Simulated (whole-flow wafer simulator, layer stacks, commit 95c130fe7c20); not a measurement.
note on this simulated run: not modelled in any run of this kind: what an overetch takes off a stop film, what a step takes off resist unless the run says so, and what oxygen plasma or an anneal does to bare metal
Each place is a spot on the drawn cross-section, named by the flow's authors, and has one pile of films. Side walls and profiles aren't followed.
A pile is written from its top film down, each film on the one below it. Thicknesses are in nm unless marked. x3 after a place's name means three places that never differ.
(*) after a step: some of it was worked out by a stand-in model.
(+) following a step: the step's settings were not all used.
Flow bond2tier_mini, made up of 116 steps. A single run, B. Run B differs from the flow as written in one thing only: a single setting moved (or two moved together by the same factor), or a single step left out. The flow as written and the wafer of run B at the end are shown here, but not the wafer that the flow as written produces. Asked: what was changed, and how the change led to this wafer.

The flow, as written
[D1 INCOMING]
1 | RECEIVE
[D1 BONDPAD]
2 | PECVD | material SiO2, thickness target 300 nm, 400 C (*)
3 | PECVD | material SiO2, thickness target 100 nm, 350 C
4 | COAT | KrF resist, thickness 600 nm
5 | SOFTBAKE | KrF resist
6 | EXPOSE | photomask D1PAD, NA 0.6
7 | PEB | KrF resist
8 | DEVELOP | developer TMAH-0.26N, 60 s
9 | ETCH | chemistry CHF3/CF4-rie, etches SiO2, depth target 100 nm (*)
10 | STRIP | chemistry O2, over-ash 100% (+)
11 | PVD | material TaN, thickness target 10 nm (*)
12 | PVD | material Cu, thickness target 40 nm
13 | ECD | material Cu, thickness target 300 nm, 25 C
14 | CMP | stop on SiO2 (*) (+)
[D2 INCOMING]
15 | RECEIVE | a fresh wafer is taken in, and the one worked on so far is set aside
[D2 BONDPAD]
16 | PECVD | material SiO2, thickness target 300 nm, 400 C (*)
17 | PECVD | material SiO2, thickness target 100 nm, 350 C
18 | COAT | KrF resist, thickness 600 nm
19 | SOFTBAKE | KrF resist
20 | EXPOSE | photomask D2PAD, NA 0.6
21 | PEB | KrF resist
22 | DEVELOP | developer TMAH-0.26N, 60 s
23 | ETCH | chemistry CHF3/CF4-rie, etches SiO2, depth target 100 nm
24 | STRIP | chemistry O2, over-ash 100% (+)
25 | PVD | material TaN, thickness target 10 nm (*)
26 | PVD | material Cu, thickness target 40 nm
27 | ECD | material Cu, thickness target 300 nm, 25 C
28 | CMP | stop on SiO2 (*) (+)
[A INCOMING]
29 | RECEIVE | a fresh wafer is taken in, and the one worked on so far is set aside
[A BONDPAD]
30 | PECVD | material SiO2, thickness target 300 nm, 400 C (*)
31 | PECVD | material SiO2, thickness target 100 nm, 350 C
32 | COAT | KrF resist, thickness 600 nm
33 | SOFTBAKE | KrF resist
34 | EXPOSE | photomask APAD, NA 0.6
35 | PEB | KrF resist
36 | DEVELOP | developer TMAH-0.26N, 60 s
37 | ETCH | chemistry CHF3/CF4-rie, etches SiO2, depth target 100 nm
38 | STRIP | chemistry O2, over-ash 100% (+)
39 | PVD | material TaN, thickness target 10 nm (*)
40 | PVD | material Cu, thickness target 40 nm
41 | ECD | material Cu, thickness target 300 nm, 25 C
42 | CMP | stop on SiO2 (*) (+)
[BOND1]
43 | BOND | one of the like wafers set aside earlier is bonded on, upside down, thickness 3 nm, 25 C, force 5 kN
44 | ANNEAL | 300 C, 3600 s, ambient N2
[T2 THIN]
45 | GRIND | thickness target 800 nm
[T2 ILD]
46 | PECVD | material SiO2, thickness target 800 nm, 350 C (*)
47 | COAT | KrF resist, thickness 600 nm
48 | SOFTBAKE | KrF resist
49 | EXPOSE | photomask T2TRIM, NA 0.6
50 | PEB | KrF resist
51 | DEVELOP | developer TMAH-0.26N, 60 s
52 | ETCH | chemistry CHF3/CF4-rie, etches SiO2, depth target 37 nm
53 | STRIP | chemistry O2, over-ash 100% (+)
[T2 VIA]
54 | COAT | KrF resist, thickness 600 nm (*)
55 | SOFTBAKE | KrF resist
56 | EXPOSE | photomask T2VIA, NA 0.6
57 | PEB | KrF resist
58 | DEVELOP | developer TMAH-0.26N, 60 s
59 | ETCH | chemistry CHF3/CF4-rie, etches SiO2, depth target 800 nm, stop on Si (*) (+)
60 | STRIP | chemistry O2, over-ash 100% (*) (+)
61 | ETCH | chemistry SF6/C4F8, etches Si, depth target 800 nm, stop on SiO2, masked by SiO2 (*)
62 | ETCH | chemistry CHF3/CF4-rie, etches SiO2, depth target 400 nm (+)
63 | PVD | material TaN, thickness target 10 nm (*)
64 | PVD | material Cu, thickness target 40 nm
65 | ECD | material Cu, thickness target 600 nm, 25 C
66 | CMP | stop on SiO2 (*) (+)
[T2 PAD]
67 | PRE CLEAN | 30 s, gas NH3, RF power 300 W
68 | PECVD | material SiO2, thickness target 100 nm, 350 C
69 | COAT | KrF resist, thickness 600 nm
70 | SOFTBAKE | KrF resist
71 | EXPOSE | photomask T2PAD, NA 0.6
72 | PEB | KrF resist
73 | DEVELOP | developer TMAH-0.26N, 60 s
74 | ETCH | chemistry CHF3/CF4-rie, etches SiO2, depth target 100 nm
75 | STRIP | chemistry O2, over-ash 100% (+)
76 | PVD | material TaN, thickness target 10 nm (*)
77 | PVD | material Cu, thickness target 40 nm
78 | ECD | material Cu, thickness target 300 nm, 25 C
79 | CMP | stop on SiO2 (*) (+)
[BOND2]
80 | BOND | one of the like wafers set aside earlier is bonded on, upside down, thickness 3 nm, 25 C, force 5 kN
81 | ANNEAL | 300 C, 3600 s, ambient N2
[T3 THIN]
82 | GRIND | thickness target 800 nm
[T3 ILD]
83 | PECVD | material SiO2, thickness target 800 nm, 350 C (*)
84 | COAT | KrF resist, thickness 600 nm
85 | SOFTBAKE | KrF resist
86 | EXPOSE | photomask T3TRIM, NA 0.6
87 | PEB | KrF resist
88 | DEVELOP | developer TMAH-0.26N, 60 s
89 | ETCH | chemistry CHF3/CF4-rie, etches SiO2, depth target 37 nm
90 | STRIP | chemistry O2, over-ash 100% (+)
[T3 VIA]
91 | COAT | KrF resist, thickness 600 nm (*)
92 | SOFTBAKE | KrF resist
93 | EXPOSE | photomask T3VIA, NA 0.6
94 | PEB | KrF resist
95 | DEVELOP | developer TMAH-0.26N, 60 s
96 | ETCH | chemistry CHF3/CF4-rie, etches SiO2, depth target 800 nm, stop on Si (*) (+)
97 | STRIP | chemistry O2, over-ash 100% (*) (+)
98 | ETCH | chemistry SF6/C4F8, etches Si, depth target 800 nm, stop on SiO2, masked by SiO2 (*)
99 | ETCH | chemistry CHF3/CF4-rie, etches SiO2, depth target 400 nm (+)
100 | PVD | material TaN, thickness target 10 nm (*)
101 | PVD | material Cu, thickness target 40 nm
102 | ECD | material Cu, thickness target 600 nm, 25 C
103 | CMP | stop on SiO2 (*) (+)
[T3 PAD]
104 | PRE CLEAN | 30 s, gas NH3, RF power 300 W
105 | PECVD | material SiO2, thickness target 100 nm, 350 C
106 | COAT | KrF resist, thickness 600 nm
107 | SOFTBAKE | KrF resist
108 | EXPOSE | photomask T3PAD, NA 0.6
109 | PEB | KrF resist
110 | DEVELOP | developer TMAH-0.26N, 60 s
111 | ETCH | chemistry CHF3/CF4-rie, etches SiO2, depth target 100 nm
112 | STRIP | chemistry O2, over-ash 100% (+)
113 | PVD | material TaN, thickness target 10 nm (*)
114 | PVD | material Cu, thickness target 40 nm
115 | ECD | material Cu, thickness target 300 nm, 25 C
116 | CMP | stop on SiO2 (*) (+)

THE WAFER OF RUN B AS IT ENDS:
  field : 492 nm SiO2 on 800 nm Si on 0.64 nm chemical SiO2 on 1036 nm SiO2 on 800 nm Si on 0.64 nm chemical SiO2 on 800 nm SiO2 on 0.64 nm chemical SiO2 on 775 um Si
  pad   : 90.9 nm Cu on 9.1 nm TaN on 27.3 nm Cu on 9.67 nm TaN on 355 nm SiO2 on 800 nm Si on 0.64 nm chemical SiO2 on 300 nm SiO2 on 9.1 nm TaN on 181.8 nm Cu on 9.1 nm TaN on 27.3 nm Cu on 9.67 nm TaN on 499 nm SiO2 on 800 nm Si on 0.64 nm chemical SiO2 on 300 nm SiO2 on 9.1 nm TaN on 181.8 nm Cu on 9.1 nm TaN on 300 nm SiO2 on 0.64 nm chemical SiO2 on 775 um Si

What caused this: step 62, ETCH: depth target 256 nm was run, though the flow has depth target 400 nm.

Step by step, how the change led to this:
  62 | ETCH | chemistry CHF3/CF4-rie, etches SiO2, depth target 400 nm (+)
      field, pad: -256 SiO2 (it would be, as written: -400 SiO2)
